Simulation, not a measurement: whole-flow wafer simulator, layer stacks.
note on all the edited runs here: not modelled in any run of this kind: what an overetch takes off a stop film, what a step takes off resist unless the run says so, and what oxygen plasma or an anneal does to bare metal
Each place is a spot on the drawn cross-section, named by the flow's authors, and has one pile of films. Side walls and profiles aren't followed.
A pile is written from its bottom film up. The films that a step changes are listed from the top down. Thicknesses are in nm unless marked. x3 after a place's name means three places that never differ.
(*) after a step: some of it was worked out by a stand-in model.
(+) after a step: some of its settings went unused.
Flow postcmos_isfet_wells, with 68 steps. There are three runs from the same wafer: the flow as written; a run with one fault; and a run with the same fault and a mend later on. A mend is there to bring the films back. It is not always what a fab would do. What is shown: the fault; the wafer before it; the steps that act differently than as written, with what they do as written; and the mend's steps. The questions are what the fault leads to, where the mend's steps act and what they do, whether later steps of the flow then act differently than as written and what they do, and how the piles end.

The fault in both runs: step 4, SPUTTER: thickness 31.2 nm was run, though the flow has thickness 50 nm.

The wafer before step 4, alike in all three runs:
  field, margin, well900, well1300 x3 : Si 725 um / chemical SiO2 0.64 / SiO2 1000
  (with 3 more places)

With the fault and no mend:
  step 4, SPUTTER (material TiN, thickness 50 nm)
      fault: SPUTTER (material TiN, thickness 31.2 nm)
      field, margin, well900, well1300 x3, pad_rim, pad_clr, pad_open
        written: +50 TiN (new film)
        fault: +31.2 TiN (new film)
  Later steps of the flow acting differently than as written (1 other step is not shown; it differs only slightly, by no more than 2% or 0.5 nm, whichever is larger):
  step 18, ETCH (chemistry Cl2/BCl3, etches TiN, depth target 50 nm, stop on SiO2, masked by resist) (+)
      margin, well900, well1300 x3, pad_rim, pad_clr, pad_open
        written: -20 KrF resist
        fault: -18.7 KrF resist
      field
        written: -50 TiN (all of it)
        fault: -31.2 TiN (all of it)
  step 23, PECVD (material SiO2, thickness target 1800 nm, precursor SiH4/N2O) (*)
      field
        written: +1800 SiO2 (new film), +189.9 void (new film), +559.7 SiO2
        fault: +1800 SiO2 (new film), +175.8 void (new film), +555 SiO2
  The piles end different from the flow's at field, margin, well900, well1300 x3, pad_rim, pad_clr, pad_open by more than 2% or 0.5 nm, whichever is larger.
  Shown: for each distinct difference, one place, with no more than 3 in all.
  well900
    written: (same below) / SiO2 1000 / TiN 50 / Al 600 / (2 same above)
    fault: (same below) / SiO2 1000 / TiN 31.2 / Al 600 / (2 same above)
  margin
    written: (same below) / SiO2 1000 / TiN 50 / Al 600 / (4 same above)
    fault: (same below) / SiO2 1000 / TiN 31.2 / Al 600 / (4 same above)
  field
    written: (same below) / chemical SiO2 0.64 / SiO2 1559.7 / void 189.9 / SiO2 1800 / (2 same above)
    fault: (same below) / chemical SiO2 0.64 / SiO2 1555 / void 175.8 / SiO2 1800 / (2 same above)

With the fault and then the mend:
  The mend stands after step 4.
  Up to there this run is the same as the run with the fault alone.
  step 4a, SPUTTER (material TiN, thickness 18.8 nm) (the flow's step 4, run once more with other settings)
      field, margin, well900, well1300 x3, pad_rim, pad_clr, pad_open
        +18.8 TiN
  Later steps of the flow that are run all act as written at every place that is followed.
  At every place that both follow, the piles at the end match the flow's.
